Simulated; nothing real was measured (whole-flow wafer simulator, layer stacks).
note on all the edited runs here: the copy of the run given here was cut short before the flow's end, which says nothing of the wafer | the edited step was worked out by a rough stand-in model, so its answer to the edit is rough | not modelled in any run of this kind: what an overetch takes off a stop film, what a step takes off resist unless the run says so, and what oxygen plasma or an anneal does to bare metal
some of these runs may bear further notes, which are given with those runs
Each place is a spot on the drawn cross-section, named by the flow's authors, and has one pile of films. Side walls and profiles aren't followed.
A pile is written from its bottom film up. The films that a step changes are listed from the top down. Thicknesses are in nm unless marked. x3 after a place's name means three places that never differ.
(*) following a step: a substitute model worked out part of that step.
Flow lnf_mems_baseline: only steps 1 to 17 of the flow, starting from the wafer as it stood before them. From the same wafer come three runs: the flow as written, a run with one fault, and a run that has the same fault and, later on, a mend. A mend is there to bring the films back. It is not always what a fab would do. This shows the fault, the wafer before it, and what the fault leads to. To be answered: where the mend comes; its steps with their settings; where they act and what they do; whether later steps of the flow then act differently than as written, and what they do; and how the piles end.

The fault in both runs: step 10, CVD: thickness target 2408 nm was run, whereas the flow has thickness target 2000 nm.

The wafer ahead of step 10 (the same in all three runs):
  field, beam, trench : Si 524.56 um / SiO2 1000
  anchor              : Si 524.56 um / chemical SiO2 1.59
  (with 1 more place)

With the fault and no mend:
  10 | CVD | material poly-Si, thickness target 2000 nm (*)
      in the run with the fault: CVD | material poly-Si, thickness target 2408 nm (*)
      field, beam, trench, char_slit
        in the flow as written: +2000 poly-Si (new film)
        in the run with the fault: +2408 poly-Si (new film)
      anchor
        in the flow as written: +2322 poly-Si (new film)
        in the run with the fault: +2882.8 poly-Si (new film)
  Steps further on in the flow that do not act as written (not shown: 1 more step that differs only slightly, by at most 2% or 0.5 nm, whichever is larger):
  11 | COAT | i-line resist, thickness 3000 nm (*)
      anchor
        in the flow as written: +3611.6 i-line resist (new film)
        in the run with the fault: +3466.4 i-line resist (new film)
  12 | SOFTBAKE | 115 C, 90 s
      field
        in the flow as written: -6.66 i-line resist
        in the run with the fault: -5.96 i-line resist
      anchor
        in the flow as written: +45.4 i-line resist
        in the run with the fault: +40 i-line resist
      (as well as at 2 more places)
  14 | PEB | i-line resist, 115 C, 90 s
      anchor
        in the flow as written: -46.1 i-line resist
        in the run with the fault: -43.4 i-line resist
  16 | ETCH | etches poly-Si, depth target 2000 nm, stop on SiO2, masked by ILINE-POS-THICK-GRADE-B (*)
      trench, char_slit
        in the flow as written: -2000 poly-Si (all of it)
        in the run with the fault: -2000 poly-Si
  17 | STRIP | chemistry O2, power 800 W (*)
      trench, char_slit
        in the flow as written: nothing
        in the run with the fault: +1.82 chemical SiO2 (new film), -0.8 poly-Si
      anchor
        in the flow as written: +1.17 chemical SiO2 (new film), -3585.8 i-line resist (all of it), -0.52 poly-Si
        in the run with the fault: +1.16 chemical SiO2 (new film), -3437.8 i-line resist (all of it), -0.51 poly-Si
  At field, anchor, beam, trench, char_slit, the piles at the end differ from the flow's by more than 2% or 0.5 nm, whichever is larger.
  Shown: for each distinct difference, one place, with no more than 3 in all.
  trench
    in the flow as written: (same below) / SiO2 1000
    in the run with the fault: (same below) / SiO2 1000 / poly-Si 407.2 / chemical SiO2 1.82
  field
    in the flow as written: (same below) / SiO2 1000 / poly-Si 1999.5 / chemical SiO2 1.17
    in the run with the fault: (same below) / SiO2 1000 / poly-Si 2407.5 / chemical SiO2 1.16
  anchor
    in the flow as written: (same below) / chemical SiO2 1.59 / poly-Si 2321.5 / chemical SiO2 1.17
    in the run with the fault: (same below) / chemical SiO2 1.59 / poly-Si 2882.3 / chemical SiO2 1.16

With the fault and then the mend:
  After step 10 comes the mend.
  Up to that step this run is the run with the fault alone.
  10a | ETCH | chemistry tmah, depth target 3240 nm
      field, beam, trench, char_slit
        -2408 poly-Si (all of it)
      anchor
        -2882.8 poly-Si (all of it)
  10b | CLEAN | chemistry SC1/SC2 (the flow's step 1, run once more)
      does not change any film at any place that is followed
  10c | CVD | material poly-Si, thickness target 2000 nm (*) (the flow's step 10, run once more)
      field, beam, trench, char_slit
        +2000 poly-Si (new film)
      anchor
        +2322 poly-Si (new film)
  Later steps of the flow that are run all act as written at every place that is followed.
  By the end, the piles equal the flow's at every place that both follow.
